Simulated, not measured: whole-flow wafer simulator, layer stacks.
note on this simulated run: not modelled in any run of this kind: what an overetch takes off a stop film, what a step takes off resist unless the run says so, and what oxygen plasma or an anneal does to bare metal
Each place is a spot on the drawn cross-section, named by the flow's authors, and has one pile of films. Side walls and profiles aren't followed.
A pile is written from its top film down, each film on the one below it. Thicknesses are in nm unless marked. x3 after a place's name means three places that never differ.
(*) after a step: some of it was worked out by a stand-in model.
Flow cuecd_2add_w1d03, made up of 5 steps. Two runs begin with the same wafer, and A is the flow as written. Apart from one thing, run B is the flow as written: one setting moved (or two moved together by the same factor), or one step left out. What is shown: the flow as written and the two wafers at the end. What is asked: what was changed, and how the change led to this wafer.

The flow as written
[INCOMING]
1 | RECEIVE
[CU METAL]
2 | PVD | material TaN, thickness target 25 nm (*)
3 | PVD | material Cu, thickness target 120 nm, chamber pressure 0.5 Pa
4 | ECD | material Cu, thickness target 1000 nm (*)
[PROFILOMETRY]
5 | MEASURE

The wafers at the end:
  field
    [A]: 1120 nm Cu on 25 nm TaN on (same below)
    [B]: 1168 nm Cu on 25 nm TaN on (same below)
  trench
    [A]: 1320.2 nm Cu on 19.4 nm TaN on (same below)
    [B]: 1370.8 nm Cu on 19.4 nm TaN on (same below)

What caused this: step 3, PVD: thickness target 168 nm was run, while the flow as written has thickness target 120 nm.

How this came from the change, step by step:
  3 | PVD | material Cu, thickness target 120 nm, chamber pressure 0.5 Pa
      field: A Cu gains 120 (new film) | B Cu gains 168 (new film)
      trench: A Cu gains 93.4 (new film) | B Cu gains 130.7 (new film)
